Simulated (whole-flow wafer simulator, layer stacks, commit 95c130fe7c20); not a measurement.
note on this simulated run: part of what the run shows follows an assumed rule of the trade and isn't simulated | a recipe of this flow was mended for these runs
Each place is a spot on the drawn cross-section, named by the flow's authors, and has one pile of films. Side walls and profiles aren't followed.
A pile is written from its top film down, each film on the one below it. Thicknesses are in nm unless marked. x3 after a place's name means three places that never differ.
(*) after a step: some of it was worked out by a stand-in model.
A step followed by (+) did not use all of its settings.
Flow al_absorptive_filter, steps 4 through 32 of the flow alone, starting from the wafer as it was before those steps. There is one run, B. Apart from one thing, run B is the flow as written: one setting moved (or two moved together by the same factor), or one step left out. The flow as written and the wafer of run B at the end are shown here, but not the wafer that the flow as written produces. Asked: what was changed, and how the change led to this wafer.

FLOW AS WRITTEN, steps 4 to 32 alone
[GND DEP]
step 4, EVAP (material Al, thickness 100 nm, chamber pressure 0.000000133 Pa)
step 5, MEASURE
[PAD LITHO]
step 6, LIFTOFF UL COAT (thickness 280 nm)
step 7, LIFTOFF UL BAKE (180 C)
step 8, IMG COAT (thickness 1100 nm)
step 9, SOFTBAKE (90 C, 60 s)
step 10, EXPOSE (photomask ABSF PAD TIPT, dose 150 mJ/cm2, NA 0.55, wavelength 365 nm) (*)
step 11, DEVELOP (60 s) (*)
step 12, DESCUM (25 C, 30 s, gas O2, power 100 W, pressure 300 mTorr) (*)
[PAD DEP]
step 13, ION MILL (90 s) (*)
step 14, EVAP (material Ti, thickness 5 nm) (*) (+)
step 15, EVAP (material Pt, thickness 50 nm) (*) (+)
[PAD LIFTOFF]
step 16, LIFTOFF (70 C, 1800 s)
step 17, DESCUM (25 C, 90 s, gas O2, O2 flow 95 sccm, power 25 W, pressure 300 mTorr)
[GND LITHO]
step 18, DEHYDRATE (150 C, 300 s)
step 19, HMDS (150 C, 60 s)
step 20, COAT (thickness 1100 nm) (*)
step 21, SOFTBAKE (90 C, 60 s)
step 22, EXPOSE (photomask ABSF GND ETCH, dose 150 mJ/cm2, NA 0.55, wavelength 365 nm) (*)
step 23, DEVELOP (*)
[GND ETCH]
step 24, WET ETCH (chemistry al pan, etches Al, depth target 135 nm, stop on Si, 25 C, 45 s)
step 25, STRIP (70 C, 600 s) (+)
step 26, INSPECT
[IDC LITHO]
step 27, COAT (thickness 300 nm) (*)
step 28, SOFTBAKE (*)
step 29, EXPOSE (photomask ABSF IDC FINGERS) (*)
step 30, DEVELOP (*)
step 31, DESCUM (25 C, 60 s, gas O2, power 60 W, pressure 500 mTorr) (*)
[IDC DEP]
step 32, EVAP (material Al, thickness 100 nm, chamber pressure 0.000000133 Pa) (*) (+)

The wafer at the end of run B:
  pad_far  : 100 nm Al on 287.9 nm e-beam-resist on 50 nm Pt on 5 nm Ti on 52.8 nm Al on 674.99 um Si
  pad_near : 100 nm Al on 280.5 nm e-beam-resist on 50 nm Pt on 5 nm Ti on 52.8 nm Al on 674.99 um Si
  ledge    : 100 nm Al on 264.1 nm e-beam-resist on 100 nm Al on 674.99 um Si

Cause: step 13, ION MILL: 101 s was run, whereas the flow has 90 s.

How this came from the change, step by step:
  step 13, ION MILL (90 s) (*)
      gnd, ledge, res, xa_field x4, xl_gap, xl_turn, idc_field x2, idc_line: i-line-resist loses 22 (it would be, as written: i-line-resist loses 19.6)
      pad_far, pad_near: Al loses 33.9 (it would be, as written: Al loses 30.2)
